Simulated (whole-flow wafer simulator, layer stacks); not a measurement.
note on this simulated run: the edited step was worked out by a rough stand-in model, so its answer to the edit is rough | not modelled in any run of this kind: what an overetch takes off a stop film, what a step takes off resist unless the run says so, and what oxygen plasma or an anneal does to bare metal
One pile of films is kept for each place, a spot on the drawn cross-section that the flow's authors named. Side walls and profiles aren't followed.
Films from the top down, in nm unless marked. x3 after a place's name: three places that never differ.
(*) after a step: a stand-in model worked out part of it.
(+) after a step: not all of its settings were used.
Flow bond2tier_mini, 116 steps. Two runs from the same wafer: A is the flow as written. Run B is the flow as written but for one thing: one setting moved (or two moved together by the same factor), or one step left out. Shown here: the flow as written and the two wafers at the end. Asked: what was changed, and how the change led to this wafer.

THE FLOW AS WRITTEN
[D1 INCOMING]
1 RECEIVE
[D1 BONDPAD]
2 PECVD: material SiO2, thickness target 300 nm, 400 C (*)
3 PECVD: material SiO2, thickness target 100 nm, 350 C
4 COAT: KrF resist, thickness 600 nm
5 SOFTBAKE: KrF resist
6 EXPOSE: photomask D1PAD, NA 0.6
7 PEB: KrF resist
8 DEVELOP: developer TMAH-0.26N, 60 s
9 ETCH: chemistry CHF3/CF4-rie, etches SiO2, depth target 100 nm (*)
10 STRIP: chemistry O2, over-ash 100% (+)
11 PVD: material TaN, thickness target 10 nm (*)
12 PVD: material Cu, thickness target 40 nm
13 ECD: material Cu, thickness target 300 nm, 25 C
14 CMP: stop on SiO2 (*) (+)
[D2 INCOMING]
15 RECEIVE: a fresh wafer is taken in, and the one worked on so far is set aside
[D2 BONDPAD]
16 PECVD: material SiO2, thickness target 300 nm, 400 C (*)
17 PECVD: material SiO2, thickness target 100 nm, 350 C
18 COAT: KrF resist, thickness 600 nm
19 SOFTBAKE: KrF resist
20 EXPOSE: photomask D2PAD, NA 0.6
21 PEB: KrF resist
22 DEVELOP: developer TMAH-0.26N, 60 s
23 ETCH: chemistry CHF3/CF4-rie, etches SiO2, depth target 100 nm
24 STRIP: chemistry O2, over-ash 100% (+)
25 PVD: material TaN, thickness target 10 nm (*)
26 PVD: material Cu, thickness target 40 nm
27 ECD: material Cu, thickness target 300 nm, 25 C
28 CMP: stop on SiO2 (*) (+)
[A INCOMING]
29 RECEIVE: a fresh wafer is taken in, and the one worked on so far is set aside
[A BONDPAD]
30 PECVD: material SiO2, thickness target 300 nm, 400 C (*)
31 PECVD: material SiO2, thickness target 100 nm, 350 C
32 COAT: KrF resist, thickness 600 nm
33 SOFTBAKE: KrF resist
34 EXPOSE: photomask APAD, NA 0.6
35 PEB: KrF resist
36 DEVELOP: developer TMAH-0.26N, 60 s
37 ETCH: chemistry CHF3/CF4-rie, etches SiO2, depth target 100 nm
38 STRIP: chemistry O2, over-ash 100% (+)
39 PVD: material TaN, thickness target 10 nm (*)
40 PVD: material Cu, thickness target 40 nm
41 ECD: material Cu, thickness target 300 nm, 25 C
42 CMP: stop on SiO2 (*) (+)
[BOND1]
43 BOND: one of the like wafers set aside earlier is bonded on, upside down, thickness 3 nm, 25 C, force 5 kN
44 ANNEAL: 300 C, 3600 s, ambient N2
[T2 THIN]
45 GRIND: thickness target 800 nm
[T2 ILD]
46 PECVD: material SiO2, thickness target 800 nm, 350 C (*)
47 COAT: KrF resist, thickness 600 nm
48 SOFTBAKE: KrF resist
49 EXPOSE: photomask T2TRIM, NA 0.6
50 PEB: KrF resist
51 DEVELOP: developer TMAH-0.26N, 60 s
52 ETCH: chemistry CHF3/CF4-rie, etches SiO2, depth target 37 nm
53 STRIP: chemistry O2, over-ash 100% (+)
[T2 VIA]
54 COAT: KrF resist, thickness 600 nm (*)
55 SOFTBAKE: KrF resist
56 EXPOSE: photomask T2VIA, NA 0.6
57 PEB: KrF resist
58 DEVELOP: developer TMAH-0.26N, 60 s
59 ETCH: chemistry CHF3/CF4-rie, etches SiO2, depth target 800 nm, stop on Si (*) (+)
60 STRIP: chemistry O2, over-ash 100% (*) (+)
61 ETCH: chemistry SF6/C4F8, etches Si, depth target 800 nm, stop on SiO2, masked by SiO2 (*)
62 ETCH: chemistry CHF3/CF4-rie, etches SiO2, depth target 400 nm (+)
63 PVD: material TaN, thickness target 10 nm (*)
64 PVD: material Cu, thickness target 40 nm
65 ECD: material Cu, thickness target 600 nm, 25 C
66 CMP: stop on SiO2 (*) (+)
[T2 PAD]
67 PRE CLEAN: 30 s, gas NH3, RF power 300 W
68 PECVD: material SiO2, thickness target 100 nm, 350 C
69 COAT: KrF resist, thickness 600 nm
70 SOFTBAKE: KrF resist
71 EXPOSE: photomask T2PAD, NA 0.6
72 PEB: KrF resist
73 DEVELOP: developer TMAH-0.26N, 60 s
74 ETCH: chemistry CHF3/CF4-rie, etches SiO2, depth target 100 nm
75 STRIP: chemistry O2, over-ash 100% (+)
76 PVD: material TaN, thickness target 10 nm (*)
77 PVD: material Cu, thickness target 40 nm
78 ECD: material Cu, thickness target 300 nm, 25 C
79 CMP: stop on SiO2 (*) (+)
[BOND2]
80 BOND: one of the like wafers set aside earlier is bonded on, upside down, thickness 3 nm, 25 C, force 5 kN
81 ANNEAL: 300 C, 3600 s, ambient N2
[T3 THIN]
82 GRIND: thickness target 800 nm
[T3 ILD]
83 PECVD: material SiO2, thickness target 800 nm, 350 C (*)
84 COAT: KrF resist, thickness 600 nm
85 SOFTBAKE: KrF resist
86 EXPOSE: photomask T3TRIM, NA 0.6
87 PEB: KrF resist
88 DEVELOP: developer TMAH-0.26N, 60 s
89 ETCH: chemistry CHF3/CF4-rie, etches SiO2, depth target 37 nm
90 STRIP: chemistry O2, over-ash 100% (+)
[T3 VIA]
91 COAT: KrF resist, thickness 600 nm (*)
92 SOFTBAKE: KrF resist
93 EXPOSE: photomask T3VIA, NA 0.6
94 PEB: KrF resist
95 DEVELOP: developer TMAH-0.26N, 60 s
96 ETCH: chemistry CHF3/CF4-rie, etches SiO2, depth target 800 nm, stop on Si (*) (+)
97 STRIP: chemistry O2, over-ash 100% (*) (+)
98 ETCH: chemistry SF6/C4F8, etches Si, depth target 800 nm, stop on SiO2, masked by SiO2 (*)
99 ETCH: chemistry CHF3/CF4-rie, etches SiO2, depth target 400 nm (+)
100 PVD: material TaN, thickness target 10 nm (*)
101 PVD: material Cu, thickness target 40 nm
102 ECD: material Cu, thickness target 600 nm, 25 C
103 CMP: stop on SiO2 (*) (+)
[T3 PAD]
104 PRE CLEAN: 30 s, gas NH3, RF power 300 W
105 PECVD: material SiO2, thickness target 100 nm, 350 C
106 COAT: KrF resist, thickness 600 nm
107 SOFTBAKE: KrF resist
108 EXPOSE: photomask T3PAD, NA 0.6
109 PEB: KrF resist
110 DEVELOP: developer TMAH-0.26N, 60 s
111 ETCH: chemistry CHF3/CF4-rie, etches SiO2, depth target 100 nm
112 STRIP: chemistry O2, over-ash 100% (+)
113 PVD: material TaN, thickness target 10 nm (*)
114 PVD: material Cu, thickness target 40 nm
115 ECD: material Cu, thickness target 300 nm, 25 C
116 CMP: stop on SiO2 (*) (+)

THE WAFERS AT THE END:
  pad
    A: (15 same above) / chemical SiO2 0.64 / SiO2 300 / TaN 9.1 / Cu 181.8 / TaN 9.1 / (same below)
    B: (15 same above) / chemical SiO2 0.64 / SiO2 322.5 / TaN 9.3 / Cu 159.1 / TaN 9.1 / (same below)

The cause: step 9, ETCH: depth target 77.5 nm was run, where the flow has depth target 100 nm.

How the change led to this, step by step:
  9 ETCH: chemistry CHF3/CF4-rie, etches SiO2, depth target 100 nm (*)
      pad, via: A SiO2 -100 | B SiO2 -77.5
      field: A KrF resist -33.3 | B KrF resist -25.8
  12 PVD: material Cu, thickness target 40 nm
      pad: A Cu +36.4 (new film) | B Cu +37.2 (new film)
  13 ECD: material Cu, thickness target 300 nm, 25 C
      pad: A Cu +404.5 | B Cu +381
      via: A Cu +400.2 | B Cu +377.6
  43 BOND: one of the like wafers set aside earlier is bonded on, upside down, thickness 3 nm, 25 C, force 5 kN
      pad: A Si +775 um (new film), chemical SiO2 +0.64 (new film), SiO2 +300 (new film), TaN +9.1 (new film), Cu +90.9 | B Si +775 um (new film), chemical SiO2 +0.64 (new film), SiO2 +322.5 (new film), TaN +9.3 (new film), Cu +68.2
      via: A Si +775 um (new film), chemical SiO2 +0.64 (new film), SiO2 +300 (new film), TaN +9.97 (new film), Cu +90 | B Si +775 um (new film), chemical SiO2 +0.64 (new film), SiO2 +322.5 (new film), TaN +9.99 (new film), Cu +67.5
